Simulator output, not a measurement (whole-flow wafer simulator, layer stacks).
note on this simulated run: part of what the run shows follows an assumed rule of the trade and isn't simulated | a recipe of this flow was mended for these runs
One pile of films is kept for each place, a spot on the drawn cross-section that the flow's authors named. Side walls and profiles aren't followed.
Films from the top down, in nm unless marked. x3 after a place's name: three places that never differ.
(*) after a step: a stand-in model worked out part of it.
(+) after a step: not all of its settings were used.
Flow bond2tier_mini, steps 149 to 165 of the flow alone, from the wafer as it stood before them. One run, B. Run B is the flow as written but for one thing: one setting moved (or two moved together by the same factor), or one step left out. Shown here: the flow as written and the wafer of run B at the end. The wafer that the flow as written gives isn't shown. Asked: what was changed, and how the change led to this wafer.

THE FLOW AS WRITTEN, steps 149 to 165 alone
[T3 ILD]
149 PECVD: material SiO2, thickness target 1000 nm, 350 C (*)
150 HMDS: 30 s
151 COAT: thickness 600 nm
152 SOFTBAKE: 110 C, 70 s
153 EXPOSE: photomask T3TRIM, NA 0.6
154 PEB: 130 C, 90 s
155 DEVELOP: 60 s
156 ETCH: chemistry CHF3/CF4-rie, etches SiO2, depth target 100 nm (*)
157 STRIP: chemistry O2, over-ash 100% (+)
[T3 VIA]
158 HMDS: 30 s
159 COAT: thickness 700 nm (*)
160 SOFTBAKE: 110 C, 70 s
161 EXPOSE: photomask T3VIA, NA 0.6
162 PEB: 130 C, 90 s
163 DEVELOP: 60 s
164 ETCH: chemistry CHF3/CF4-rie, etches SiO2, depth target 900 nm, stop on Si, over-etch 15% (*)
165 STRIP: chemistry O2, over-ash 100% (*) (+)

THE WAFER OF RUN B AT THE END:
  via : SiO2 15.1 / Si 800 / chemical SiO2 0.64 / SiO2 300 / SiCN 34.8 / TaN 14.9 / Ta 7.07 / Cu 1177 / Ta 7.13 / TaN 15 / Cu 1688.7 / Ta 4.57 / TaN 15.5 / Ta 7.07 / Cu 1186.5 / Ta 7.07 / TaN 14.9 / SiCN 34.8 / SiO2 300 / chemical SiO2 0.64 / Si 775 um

The cause: step 164, ETCH: depth target 769.5 nm was run, where the flow has depth target 900 nm.

How the change led to this, step by step:
  164 ETCH: chemistry CHF3/CF4-rie, etches SiO2, depth target 900 nm, stop on Si, over-etch 15% (*)
      via: SiO2 -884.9 (as written it would be: SiO2 -900 (all of it), Si -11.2)
      field, pad: thick-KrF-resist -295 (as written it would be: thick-KrF-resist -345)
  165 STRIP: chemistry O2, over-ash 100% (*) (+)
      field: thick-KrF-resist -336.6 (all of it) (as written it would be: thick-KrF-resist -286.6 (all of it))
      pad: thick-KrF-resist -423 (all of it) (as written it would be: thick-KrF-resist -372.9 (all of it))
